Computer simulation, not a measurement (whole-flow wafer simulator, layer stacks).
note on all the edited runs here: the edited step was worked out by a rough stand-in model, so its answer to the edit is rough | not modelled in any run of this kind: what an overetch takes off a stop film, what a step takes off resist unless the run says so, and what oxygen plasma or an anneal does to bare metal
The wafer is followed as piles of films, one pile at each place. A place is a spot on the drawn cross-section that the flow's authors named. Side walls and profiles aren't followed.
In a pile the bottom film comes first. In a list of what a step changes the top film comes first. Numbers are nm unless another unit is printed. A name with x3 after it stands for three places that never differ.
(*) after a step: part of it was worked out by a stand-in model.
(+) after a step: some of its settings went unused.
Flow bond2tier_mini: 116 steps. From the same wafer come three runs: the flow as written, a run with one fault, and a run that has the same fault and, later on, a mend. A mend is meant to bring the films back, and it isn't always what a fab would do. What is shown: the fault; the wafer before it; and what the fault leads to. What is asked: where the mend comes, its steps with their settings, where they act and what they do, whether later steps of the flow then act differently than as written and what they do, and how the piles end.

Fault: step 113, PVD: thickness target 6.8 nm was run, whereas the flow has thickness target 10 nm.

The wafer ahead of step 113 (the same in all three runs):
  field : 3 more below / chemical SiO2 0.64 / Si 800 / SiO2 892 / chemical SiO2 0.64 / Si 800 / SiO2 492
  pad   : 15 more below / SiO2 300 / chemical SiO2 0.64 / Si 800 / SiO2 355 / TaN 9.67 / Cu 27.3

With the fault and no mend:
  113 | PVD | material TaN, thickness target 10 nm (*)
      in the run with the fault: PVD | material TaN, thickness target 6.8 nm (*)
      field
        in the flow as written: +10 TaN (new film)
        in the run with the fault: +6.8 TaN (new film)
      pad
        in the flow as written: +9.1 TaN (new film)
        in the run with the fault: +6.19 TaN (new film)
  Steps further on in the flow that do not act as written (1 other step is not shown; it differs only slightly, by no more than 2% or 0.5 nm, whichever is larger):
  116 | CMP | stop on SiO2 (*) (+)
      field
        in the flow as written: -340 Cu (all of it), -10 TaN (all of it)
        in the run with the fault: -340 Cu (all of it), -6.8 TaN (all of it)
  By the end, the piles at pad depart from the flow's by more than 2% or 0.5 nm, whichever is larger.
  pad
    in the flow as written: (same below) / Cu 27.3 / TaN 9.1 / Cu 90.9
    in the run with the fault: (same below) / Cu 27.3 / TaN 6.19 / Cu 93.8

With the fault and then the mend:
  The mend stands after step 113.
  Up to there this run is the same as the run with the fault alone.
  113a | PVD | material TaN, thickness target 3.2 nm (*) (the flow's step 113 again, with other settings)
      field
        +3.2 TaN
      pad
        +2.91 TaN
  None of the later steps of the flow acts differently than as written at any place that is followed.
  At every place that both follow, the piles at the end match the flow's.
